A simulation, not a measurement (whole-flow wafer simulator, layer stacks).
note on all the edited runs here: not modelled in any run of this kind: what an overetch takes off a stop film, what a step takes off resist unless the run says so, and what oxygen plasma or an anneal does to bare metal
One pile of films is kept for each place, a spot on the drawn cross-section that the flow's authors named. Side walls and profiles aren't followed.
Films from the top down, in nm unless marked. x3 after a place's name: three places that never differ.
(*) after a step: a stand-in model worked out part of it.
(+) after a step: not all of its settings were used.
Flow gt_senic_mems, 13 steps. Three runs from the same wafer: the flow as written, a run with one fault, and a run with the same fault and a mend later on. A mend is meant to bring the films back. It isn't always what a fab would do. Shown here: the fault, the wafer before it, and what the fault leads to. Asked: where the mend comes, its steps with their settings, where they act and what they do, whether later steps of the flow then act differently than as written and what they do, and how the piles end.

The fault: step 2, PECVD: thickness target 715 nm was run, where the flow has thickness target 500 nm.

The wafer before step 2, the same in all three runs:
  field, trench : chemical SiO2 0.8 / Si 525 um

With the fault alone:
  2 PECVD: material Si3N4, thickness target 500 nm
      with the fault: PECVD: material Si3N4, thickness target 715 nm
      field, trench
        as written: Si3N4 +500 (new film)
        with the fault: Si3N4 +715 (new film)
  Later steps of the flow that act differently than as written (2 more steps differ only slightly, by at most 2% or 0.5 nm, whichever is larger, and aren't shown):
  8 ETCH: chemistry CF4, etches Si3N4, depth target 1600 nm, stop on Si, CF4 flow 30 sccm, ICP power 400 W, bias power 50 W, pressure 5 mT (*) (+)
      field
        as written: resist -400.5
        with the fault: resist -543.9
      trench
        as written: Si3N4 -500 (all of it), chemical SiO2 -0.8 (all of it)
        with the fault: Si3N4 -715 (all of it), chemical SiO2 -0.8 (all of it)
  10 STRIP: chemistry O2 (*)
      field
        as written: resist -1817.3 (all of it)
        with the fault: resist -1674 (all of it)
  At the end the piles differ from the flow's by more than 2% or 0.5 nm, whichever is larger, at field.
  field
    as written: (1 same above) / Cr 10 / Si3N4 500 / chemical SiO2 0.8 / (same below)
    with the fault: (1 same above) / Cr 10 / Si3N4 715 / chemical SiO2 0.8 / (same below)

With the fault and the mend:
  The mend comes after step 2.
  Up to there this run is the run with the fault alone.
  2a ETCH: chemistry h3po4, depth target 215 nm
      field, trench
        Si3N4 -215
  No later step of the flow acts differently than as written at any place that is followed.
  At the end the piles are the same as the flow's at every place that both follow.
